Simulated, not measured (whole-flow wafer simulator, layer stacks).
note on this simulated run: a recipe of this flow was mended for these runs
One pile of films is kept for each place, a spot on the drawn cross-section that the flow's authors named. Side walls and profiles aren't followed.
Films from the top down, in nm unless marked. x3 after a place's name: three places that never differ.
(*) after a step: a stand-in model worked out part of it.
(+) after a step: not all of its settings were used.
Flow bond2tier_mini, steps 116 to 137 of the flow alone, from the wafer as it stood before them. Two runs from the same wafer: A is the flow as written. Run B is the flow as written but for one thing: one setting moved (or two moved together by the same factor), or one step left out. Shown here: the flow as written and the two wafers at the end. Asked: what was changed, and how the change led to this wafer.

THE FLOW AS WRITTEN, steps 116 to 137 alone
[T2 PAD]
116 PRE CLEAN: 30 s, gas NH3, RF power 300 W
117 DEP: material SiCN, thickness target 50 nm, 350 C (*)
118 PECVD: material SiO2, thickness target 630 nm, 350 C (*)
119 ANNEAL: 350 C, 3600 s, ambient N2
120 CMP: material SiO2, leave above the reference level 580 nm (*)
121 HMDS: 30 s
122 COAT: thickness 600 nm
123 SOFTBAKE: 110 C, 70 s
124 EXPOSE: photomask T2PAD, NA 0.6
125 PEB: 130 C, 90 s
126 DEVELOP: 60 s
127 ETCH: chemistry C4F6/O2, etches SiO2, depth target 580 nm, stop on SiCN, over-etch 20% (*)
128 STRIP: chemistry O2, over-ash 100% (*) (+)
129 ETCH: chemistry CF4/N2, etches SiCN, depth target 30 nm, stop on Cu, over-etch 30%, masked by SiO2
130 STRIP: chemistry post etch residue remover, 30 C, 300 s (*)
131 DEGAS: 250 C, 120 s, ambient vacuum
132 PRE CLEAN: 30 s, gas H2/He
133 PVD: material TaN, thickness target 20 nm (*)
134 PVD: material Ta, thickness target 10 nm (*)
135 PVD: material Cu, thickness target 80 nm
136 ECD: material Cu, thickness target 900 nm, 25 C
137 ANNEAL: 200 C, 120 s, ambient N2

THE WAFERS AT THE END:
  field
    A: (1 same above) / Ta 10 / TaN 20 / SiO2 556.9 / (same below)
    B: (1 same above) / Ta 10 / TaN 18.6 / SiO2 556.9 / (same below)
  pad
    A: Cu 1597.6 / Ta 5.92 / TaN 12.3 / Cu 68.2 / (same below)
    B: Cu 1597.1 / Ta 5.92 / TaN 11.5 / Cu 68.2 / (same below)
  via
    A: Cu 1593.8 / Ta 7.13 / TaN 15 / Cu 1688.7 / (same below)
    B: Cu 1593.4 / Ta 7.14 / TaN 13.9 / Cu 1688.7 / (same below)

The cause: step 133, PVD: thickness target 18.6 nm was run, where the flow has thickness target 20 nm.
It can be read off the wafer: field has TaN 18.6, and step 133 as written asks for 20 nm.

How the change led to this, step by step:
  133 PVD: material TaN, thickness target 20 nm (*)
      field: A TaN +20 (new film) | B TaN +18.6 (new film)
      pad: A TaN +12.3 (new film) | B TaN +11.5 (new film)
      (and at 1 more place)
